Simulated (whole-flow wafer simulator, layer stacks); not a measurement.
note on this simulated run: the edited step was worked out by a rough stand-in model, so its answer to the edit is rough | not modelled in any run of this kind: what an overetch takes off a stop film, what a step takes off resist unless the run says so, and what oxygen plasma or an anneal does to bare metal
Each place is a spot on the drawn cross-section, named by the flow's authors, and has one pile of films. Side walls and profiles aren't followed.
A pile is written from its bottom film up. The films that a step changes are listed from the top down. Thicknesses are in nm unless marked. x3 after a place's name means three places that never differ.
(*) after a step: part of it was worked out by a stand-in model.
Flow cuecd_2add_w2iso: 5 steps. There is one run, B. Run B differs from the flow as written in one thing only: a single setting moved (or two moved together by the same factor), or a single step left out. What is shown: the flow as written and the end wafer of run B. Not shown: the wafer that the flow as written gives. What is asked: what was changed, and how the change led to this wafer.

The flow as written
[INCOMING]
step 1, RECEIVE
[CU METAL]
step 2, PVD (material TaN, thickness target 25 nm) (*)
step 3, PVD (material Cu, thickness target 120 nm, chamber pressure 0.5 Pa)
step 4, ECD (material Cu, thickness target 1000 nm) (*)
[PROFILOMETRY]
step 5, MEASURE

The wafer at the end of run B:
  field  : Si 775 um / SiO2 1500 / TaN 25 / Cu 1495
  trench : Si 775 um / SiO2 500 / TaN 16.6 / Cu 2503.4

The reason: step 4, ECD: thickness target 1375 nm was run, while the flow as written has thickness target 1000 nm.

How this came from the change, step by step:
  step 4, ECD (material Cu, thickness target 1000 nm) (*)
      field: Cu gains 1375 (as written it would have been: Cu gains 1000)
      trench: Cu gains 2422.6 (as written it would have been: Cu gains 2047.6)
